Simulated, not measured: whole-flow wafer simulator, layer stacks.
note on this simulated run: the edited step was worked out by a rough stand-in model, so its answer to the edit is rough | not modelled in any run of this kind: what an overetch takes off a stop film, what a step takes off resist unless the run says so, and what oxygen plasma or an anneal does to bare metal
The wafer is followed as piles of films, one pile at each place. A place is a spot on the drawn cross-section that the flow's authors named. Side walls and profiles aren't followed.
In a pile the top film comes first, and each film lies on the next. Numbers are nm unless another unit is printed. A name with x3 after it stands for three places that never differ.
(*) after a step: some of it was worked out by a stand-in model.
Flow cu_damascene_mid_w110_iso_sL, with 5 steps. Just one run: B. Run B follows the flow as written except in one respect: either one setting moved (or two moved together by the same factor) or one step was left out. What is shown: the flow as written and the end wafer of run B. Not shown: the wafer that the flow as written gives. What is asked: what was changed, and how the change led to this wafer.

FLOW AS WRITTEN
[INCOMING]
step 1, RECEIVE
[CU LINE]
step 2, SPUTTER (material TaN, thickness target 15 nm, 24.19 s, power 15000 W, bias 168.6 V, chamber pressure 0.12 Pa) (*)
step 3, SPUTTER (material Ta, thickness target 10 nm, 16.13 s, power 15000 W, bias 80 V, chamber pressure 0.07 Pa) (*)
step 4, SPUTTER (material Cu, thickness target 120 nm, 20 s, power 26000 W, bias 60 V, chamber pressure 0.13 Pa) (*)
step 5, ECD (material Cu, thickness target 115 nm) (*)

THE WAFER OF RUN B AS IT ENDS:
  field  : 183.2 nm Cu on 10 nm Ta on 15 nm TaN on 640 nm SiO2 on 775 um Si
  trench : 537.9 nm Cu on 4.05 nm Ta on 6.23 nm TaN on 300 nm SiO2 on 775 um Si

The reason: step 5, ECD: thickness target 63.2 nm was run, though the flow has thickness target 115 nm.

Step by step, how the change led to this:
  step 5, ECD (material Cu, thickness target 115 nm) (*)
      field: +63.2 Cu (in the flow as written it would be: +115 Cu)
      trench: +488 Cu (in the flow as written it would be: +539.8 Cu)
